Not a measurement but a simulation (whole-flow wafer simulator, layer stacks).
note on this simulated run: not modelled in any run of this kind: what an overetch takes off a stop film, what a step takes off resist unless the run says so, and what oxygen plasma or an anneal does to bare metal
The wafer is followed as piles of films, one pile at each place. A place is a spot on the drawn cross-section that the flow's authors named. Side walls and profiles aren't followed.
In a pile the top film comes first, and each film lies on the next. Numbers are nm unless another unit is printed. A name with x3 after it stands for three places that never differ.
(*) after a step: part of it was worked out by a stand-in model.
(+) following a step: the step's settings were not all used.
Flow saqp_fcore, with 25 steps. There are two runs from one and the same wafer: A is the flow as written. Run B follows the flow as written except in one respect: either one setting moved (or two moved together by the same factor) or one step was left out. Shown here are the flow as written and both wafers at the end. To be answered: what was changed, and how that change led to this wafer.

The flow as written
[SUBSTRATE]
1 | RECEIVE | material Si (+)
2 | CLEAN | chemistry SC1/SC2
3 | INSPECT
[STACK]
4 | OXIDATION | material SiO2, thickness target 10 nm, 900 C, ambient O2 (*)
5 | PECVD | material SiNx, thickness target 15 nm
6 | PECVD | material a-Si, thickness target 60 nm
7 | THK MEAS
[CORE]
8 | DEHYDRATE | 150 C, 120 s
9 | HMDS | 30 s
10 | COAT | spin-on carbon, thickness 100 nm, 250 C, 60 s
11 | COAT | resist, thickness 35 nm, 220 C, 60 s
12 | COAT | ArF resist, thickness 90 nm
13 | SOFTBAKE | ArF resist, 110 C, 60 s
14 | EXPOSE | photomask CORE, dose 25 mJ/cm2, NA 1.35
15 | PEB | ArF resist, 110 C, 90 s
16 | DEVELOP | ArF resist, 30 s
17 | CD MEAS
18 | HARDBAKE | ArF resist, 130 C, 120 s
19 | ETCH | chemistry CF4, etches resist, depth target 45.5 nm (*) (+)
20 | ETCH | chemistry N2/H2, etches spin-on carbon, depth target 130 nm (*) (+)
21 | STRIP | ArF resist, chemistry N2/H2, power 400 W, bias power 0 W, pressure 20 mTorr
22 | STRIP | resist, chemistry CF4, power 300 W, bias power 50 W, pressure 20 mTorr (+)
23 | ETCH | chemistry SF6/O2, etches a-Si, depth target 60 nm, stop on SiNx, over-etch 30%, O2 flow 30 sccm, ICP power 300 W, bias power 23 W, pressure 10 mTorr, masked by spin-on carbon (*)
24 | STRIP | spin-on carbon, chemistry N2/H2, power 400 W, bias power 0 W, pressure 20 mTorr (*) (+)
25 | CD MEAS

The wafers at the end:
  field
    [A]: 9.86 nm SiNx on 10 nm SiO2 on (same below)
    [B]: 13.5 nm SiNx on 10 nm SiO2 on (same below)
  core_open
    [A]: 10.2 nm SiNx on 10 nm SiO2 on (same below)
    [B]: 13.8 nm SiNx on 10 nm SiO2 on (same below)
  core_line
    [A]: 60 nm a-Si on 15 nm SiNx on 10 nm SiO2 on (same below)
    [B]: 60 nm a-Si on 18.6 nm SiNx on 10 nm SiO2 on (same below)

The reason: step 5, PECVD: thickness target 18.6 nm was run, though the flow has thickness target 15 nm.
One can read it off the wafer: core_line has SiNx 18.6, and step 5 as written asks for 15 nm.

Step by step, how the change led to this:
  5 | PECVD | material SiNx, thickness target 15 nm
      field, core_open, core_line: A SiNx gains 15 (new film) | B SiNx gains 18.6 (new film)
